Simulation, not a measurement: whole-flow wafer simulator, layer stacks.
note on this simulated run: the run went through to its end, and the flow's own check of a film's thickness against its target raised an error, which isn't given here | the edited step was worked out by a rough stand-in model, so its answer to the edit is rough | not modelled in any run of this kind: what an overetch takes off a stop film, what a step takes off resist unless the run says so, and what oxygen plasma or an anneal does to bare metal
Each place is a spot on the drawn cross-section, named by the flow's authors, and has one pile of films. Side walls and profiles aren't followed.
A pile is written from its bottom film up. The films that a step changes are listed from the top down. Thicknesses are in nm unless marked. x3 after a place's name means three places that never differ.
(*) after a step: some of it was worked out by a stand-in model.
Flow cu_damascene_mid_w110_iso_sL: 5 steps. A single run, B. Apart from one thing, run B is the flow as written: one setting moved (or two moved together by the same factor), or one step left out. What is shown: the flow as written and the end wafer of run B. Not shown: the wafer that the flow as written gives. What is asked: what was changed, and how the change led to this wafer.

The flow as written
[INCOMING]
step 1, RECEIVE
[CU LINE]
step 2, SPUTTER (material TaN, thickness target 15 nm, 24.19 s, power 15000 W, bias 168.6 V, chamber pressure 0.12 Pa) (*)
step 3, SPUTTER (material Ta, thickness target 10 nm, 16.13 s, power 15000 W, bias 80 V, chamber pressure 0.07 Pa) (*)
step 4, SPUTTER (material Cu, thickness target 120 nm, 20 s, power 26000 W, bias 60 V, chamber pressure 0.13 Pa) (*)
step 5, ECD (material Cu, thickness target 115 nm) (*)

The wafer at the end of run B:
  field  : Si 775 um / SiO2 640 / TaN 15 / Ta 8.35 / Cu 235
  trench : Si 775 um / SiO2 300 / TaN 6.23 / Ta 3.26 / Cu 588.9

What caused this: step 3, SPUTTER: power 12520 W was run, whereas the flow has power 15000 W.

Step by step, how the change led to this:
  step 3, SPUTTER (material Ta, thickness target 10 nm, 16.13 s, power 15000 W, bias 80 V, chamber pressure 0.07 Pa) (*)
      field: +8.35 Ta (new film) (in the flow as written it would be: +10 Ta (new film))
      trench: +3.26 Ta (new film) (in the flow as written it would be: +4.05 Ta (new film))
